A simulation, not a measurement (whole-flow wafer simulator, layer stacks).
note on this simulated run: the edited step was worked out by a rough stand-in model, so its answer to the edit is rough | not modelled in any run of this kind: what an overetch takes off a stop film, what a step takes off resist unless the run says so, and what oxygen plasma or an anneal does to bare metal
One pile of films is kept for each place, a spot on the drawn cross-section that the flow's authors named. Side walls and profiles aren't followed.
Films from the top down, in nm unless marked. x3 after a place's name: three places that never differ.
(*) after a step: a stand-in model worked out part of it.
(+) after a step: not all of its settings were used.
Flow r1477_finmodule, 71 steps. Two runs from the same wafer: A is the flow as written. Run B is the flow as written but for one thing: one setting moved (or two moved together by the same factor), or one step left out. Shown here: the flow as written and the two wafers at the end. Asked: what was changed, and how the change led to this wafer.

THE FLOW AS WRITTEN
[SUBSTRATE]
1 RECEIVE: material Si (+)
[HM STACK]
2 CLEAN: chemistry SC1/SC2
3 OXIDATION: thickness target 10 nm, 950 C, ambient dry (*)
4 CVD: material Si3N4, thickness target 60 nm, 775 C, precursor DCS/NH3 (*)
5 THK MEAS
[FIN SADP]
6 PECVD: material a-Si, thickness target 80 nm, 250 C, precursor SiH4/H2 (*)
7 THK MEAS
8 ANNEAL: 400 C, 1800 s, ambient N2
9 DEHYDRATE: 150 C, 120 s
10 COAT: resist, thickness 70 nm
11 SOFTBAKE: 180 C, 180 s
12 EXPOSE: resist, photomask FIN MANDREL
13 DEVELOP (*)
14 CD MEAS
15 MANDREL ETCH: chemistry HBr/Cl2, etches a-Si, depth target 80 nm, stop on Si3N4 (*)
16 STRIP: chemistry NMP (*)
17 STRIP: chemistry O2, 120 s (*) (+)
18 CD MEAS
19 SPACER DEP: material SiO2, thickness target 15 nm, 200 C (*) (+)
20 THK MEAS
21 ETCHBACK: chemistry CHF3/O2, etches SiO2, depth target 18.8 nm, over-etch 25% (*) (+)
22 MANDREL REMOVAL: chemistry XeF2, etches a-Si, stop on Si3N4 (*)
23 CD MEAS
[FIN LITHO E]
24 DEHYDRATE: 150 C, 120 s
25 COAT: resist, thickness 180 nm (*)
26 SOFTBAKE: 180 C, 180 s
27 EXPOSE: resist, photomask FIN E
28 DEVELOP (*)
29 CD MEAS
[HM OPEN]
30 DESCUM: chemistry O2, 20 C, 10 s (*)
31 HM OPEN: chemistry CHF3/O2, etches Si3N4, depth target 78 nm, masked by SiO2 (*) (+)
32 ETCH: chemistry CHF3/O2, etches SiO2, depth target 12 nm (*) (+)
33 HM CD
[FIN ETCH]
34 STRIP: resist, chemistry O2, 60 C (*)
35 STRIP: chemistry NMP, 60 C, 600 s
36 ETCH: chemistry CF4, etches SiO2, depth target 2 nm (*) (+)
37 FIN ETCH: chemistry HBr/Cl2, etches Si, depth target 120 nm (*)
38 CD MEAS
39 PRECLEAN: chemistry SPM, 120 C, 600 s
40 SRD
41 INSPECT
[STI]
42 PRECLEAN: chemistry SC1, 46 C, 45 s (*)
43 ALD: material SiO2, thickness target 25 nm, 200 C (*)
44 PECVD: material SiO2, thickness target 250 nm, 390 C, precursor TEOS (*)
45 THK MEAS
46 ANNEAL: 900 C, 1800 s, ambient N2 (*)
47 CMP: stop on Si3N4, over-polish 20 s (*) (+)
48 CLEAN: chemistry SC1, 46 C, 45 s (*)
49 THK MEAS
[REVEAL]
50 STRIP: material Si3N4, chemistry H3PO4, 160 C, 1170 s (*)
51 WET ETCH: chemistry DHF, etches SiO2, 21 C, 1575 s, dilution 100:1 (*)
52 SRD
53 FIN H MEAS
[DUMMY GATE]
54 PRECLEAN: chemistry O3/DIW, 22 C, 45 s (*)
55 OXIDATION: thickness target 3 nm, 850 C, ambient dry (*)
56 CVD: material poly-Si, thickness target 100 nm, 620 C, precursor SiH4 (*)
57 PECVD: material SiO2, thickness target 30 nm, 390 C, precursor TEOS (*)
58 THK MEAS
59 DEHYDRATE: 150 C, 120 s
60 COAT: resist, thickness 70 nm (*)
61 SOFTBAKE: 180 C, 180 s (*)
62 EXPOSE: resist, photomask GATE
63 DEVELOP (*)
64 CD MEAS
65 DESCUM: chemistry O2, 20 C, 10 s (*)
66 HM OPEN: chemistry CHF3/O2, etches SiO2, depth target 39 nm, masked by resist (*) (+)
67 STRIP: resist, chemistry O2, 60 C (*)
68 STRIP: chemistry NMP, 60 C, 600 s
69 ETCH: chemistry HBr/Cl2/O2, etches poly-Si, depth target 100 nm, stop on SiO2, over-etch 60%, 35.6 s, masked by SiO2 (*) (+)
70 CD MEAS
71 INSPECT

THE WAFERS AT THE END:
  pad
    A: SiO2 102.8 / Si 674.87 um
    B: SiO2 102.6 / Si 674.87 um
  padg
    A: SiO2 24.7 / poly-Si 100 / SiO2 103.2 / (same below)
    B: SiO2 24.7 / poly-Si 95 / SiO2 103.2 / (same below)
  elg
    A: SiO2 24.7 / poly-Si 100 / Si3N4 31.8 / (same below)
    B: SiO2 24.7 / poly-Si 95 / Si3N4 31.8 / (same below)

The cause: step 56, CVD: thickness target 95 nm was run, where the flow has thickness target 100 nm.
It can be read off the wafer: padg has poly-Si 95, and step 56 as written asks for 100 nm.

How the change led to this, step by step:
  56 CVD: material poly-Si, thickness target 100 nm, 620 C, precursor SiH4 (*)
      pad, padg, elg and 26 more: A poly-Si +100 (new film) | B poly-Si +95 (new film)
      s40cg, s40co: A poly-Si +113.9 (new film) | B poly-Si +108.8 (new film)
      (and at 5 more places)
  69 ETCH: chemistry HBr/Cl2/O2, etches poly-Si, depth target 100 nm, stop on SiO2, over-etch 60%, 35.6 s, masked by SiO2 (*) (+)
      pad, eso, e40so and 8 more: A chemical SiO2 -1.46 (all of it), poly-Si -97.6 (all of it), SiO2 -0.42 | B chemical SiO2 -1.46 (all of it), poly-Si -92.6 (all of it), SiO2 -0.67
      elo, e40lo, e100lo, e200lo: A chemical SiO2 -1.46 (all of it), poly-Si -97.6 (all of it), Si3N4 -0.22 | B chemical SiO2 -1.46 (all of it), poly-Si -92.6 (all of it), Si3N4 -0.68
      (and at 3 more places)
